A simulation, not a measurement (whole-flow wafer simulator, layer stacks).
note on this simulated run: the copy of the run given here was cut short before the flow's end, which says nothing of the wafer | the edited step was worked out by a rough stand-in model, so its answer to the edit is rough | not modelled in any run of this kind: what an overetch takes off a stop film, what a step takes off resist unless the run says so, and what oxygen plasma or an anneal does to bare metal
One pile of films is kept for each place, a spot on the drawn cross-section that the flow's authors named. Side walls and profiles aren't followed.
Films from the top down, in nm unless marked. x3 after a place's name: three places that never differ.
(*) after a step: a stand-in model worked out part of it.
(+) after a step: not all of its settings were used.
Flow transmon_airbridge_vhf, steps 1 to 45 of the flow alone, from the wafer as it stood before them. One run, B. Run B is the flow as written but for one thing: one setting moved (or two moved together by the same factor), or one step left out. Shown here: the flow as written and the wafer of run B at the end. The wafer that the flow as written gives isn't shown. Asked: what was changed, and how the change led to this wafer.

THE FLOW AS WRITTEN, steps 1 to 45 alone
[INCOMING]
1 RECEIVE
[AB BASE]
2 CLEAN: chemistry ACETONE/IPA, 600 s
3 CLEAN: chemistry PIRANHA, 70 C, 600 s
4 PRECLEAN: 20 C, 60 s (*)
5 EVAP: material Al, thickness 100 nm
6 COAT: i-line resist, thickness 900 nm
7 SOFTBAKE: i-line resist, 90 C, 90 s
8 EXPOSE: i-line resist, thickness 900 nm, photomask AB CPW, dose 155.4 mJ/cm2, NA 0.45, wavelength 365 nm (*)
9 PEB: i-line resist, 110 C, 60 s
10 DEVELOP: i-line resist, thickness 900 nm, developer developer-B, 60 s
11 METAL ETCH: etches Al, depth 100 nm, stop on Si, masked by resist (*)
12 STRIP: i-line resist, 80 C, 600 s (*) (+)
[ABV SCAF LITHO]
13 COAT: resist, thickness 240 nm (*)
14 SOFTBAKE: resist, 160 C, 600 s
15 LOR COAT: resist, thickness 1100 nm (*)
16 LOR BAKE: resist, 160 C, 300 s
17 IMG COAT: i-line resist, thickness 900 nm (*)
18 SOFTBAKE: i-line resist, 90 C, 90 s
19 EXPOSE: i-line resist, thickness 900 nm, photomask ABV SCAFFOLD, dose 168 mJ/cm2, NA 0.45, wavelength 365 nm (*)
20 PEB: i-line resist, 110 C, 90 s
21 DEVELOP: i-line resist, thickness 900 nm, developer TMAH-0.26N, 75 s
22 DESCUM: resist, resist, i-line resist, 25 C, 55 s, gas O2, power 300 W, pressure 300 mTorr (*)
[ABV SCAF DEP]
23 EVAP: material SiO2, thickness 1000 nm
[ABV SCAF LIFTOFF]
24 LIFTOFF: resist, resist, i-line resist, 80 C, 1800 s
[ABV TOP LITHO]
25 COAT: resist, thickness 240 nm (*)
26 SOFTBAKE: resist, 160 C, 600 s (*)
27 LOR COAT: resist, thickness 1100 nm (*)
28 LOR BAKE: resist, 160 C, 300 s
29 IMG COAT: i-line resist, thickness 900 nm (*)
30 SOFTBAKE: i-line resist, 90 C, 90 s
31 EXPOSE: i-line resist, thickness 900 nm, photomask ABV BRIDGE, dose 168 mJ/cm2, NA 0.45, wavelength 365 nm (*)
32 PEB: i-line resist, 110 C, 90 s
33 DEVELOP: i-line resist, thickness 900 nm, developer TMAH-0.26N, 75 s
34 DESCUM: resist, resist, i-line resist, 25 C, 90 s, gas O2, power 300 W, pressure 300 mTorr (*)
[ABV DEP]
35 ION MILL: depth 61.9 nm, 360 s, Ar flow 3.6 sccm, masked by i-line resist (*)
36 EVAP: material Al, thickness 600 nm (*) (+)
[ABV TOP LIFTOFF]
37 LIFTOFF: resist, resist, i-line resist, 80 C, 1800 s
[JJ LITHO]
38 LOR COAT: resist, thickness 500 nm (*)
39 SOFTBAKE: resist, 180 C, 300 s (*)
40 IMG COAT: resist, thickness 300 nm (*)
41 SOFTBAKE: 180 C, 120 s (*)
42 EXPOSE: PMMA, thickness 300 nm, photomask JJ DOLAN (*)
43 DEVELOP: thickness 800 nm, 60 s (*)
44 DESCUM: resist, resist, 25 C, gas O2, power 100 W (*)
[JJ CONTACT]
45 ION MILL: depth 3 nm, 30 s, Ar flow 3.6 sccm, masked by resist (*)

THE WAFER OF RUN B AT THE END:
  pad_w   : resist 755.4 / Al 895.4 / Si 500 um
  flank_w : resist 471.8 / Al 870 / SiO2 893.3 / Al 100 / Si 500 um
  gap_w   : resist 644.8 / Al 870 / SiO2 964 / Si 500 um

The cause: step 36, EVAP: thickness 870 nm was run, where the flow has thickness 600 nm.
It can be read off the wafer: flank_w has Al 870, and step 36 as written asks for 600 nm.

How the change led to this, step by step:
  36 EVAP: material Al, thickness 600 nm (*) (+)
      field x3, jj_line, ground_far and 10 more: Al +870 (new film) (as written it would be: Al +600 (new film))
      pad_w, pad_e: Al +857.3 (as written it would be: Al +591.2)
  37 LIFTOFF: resist, resist, i-line resist, 80 C, 1800 s
      field x3, jj_line, trace_open_s x2: Al -870 (all of it), i-line resist -600 (all of it), resist -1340 (all of it) (as written it would be: Al -600 (all of it), i-line resist -600 (all of it), resist -1340 (all of it))
      margin_s, margin_n: Al -870 (all of it), i-line resist -318.3 (all of it), resist -992 (all of it) (as written it would be: Al -600 (all of it), i-line resist -318.3 (all of it), resist -992 (all of it))
      (and at 1 more place)
  38 LOR COAT: resist, thickness 500 nm (*)
      pad_w, pad_e: resist +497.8 (new film) (as written it would be: resist +517 (new film))
      gap_w, gap_e: resist +440 (new film) (as written it would be: resist +450.7 (new film))
      (and at 4 more places)
  40 IMG COAT: resist, thickness 300 nm (*)
      pad_w, pad_e: resist +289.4 (as written it would be: resist +300.1)
      flank_w, flank_e: resist +203.2 (as written it would be: resist +212.1)
      (and at 6 more places)
